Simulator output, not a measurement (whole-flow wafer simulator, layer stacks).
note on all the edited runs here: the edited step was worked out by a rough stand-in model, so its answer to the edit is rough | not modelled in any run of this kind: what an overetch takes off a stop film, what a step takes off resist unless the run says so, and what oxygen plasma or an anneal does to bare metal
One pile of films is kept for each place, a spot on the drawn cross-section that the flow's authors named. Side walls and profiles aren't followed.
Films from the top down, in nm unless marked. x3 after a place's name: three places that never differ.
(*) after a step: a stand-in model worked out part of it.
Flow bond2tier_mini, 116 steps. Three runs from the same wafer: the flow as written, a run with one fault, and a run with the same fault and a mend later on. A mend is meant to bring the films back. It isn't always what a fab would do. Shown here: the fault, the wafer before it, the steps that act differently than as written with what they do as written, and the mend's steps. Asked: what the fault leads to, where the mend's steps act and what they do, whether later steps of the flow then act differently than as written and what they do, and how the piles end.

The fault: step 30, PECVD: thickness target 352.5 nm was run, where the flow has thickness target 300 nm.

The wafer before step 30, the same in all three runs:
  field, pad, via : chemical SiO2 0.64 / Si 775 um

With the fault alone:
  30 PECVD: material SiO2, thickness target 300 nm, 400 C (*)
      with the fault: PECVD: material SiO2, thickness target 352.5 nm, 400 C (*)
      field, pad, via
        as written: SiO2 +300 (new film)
        with the fault: SiO2 +352.5 (new film)
  No later step of the flow acts differently than as written at any place that is followed.
  At the end the piles differ from the flow's by more than 2% or 0.5 nm, whichever is larger, at field, pad.
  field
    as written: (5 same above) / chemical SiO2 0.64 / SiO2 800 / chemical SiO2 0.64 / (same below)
    with the fault: (5 same above) / chemical SiO2 0.64 / SiO2 852.5 / chemical SiO2 0.64 / (same below)
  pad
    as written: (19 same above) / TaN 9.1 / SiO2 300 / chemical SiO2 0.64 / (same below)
    with the fault: (19 same above) / TaN 9.1 / SiO2 352.5 / chemical SiO2 0.64 / (same below)

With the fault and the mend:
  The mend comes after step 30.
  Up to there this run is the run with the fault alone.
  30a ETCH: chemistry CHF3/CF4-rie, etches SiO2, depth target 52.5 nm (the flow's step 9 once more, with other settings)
      field, pad, via
        SiO2 -52.5
  No later step of the flow acts differently than as written at any place that is followed.
  At the end the piles are the same as the flow's at every place that both follow.
